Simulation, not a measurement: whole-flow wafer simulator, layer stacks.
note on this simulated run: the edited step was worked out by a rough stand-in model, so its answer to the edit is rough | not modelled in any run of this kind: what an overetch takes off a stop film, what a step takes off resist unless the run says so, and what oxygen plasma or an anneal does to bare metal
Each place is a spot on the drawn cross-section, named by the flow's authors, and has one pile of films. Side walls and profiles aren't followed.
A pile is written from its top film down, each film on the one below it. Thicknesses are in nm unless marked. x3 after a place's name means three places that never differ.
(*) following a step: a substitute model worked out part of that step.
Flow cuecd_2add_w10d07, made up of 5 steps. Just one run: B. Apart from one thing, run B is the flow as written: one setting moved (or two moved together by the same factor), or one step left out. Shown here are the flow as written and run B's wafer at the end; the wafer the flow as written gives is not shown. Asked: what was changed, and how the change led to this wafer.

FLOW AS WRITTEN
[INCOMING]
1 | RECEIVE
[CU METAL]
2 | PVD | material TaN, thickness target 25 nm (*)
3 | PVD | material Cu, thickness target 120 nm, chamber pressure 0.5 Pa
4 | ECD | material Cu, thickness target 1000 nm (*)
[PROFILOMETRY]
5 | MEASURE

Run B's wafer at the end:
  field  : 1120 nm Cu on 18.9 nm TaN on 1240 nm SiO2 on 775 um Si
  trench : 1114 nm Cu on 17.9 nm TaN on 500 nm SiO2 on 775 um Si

Cause: step 2, PVD: thickness target 18.9 nm was run, while the flow as written has thickness target 25 nm.
The wafer lets one read it off: field has TaN 18.9, and step 2 as written asks for 25 nm.

Step by step, how the change led to this:
  2 | PVD | material TaN, thickness target 25 nm (*)
      field: TaN gains 18.9 (new film) (in the flow as written it would be: TaN gains 25 (new film))
      trench: TaN gains 17.9 (new film) (in the flow as written it would be: TaN gains 23.7 (new film))
